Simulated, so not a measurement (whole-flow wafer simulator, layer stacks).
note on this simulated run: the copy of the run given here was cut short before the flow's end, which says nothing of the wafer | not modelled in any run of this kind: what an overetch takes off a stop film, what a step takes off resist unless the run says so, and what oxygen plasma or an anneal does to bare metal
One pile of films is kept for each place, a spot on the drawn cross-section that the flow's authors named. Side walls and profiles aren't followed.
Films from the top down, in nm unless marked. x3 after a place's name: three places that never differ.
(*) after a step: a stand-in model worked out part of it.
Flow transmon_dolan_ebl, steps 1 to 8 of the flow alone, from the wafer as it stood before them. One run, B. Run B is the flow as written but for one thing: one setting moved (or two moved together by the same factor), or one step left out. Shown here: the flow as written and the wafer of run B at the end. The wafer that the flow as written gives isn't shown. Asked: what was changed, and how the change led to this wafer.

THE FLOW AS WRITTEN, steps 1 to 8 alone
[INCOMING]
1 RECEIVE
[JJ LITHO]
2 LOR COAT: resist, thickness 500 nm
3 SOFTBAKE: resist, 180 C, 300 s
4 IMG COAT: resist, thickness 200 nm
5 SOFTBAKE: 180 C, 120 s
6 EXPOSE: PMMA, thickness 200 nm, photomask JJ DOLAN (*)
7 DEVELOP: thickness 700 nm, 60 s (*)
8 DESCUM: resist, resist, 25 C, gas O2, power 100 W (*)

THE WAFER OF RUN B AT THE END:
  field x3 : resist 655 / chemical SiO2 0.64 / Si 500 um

The cause: step 4, IMG COAT: thickness 170 nm was run, where the flow has thickness 200 nm.

How the change led to this, step by step:
  4 IMG COAT: resist, thickness 200 nm
      field x3, jj_line: resist +170 (as written it would be: resist +200)
  7 DEVELOP: thickness 700 nm, 60 s (*)
      jj_line: resist -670 (all of it) (as written it would be: resist -700 (all of it))
